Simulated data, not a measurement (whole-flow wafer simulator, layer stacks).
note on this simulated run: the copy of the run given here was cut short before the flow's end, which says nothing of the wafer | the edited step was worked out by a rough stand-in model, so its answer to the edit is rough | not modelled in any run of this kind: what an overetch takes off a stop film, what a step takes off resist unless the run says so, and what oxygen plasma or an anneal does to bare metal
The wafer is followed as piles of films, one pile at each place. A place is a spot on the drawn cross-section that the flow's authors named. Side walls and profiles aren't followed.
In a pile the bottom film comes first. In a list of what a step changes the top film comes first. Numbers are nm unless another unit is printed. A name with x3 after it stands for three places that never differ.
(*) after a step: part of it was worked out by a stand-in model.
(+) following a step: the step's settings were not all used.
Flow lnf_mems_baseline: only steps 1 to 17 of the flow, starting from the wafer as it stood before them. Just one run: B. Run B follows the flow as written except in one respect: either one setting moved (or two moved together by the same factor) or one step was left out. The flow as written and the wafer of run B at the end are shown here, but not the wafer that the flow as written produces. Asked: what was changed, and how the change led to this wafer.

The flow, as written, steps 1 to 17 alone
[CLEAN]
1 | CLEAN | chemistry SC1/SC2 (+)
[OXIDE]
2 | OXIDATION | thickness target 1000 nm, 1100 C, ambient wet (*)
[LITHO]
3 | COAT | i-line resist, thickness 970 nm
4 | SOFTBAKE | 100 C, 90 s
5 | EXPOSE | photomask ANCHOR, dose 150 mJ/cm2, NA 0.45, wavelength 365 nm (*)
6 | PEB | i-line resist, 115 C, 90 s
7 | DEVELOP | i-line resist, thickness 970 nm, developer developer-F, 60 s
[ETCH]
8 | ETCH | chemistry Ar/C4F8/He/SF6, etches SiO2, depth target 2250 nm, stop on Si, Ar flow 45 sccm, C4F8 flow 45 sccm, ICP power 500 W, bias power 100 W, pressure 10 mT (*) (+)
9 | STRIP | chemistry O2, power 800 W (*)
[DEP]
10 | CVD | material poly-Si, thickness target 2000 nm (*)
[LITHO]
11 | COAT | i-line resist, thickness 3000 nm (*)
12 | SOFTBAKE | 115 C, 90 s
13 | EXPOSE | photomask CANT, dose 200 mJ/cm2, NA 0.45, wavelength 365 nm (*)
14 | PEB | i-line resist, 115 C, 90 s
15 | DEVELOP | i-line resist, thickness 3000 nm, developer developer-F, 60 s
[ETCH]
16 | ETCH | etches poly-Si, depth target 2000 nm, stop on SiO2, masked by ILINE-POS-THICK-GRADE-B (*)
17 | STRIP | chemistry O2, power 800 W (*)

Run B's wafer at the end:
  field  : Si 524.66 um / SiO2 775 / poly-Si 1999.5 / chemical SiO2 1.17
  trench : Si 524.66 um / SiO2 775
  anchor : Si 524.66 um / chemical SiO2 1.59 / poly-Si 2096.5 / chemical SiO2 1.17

The reason: step 2, OXIDATION: thickness target 775 nm was run, while the flow as written has thickness target 1000 nm.
The wafer lets one read it off: field has SiO2 775, and step 2 as written asks for 1000 nm.

Step by step, how the change led to this:
  2 | OXIDATION | thickness target 1000 nm, 1100 C, ambient wet (*)
      field, anchor, beam, trench, char_slit: +775 SiO2 (new film), -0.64 chemical SiO2 (all of it), -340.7 Si (it would be, as written: +1000 SiO2 (new film), -0.64 chemical SiO2 (all of it), -439.7 Si)
  8 | ETCH | chemistry Ar/C4F8/He/SF6, etches SiO2, depth target 2250 nm, stop on Si, Ar flow 45 sccm, C4F8 flow 45 sccm, ICP power 500 W, bias power 100 W, pressure 10 mT (*) (+)
      field, beam, trench, char_slit: -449 i-line resist (it would be, as written: -561.5 i-line resist)
      anchor: -775 SiO2 (all of it) (it would be, as written: -1000 SiO2 (all of it))
  9 | STRIP | chemistry O2, power 800 W (*)
      field, beam, trench, char_slit: -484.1 i-line resist (all of it) (it would be, as written: -371.6 i-line resist (all of it))
  10 | CVD | material poly-Si, thickness target 2000 nm (*)
      anchor: +2097 poly-Si (new film) (it would be, as written: +2322 poly-Si (new film))
